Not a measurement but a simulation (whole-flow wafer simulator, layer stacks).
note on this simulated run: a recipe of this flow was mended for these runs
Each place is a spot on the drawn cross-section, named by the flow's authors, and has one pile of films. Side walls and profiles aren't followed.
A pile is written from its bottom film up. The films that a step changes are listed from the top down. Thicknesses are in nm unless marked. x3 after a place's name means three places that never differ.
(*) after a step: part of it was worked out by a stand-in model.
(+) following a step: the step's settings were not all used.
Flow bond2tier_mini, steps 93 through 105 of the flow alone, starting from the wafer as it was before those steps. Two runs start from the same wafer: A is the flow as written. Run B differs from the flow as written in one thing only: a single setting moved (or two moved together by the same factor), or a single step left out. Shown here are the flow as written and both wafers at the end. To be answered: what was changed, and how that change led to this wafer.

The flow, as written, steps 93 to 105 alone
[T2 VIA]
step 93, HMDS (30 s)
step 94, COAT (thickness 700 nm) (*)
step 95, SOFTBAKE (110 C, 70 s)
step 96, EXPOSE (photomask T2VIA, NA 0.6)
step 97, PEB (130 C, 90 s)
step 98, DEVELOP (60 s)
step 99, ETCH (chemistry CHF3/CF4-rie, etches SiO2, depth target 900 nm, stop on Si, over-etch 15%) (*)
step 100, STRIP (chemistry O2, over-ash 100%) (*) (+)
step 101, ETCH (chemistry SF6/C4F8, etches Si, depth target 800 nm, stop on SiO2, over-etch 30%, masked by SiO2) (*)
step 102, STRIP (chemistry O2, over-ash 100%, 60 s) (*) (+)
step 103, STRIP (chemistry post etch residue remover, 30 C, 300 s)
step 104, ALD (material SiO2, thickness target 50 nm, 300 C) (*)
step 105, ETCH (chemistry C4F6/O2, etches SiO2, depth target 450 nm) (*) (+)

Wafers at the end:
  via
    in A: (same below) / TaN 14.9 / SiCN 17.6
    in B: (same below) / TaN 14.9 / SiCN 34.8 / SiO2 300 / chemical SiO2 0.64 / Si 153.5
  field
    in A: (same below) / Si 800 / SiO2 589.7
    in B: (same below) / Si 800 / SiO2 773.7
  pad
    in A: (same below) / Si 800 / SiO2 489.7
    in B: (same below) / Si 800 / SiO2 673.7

Cause: step 101, ETCH: depth target 480.2 nm was run, though the flow has depth target 800 nm; step 105, ETCH: depth target 270.1 nm was run, where the flow has depth target 450 nm.

The path from the change to this, step by step:
  step 101, ETCH (chemistry SF6/C4F8, etches Si, depth target 800 nm, stop on SiO2, over-etch 30%, masked by SiO2) (*)
      via: A Si loses 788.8 (all of it), chemical SiO2 loses 0.64 (all of it), SiO2 loses 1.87 | B Si loses 624.3
      field, pad: A SiO2 loses 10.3 | B SiO2 loses 6.24
  step 104, ALD (material SiO2, thickness target 50 nm, 300 C) (*)
      via: A SiO2 gains 50 | B SiO2 gains 50 (new film)
  step 105, ETCH (chemistry C4F6/O2, etches SiO2, depth target 450 nm) (*) (+)
      via: A SiO2 loses 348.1 (all of it), SiCN loses 17.2 | B SiO2 loses 50 (all of it), Si loses 11
      field, pad: A SiO2 loses 450 | B SiO2 loses 270.1
